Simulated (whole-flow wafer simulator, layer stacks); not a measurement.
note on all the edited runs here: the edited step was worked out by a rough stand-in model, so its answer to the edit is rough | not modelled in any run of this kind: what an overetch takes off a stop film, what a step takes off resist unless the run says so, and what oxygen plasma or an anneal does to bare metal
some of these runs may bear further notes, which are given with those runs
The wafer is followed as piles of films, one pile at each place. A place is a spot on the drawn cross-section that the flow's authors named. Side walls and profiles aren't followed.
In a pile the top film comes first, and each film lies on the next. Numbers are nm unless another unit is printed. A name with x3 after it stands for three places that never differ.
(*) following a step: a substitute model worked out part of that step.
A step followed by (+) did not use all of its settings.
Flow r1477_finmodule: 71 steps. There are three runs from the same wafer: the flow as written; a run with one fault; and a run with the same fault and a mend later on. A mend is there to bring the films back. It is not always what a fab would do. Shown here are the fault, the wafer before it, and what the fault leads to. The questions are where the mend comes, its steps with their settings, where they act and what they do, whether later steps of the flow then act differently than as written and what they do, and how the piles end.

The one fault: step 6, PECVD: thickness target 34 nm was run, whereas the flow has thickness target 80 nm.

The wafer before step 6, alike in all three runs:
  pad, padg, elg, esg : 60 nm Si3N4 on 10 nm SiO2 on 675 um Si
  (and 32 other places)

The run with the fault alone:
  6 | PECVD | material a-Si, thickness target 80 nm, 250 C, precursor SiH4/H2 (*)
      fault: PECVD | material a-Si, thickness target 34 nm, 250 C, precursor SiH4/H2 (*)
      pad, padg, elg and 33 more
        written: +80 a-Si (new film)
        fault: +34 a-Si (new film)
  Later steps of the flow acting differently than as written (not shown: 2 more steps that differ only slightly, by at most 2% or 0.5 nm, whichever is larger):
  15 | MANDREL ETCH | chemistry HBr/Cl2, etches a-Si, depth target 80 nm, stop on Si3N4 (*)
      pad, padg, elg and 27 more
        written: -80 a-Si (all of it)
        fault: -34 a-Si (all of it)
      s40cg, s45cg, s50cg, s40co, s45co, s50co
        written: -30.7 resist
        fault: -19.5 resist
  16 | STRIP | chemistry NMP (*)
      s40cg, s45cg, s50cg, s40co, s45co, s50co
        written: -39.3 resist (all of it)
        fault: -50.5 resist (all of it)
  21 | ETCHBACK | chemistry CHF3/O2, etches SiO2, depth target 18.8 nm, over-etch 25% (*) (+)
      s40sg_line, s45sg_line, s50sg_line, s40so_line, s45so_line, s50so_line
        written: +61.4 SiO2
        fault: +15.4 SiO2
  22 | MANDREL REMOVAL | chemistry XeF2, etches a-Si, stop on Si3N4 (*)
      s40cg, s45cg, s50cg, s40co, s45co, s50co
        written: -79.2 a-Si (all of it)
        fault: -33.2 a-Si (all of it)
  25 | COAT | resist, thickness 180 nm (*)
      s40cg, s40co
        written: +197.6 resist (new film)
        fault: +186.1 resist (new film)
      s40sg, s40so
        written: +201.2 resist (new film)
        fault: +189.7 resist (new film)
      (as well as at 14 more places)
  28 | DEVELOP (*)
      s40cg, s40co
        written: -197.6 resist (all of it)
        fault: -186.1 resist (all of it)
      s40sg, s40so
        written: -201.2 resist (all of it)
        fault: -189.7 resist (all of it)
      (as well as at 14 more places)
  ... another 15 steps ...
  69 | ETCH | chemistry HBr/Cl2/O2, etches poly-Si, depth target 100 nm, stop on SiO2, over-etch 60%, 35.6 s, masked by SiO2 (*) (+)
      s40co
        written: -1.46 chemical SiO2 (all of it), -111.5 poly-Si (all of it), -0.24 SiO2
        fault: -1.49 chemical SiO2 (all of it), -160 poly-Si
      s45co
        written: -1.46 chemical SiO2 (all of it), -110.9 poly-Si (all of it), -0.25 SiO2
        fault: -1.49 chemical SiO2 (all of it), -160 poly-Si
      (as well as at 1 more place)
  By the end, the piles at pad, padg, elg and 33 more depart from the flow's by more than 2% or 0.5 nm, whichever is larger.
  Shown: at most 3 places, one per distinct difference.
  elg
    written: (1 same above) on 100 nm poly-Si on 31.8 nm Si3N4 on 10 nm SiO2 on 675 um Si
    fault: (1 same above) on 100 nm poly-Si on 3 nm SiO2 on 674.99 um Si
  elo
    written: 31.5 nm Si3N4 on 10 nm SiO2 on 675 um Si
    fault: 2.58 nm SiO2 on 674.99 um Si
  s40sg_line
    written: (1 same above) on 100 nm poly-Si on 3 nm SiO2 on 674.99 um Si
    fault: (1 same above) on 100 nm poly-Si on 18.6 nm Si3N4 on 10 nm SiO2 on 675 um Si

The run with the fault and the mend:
  The mend stands after step 7.
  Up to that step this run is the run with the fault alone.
  7a | PECVD | material a-Si, thickness target 46 nm, 250 C, precursor SiH4/H2 (*) (the flow's step 6, run once more with other settings)
      pad, padg, elg and 33 more
        +46 a-Si
  Every later step of the flow that is run acts as written at every place that is followed.
  The piles end the same as the flow's at every place that both follow.
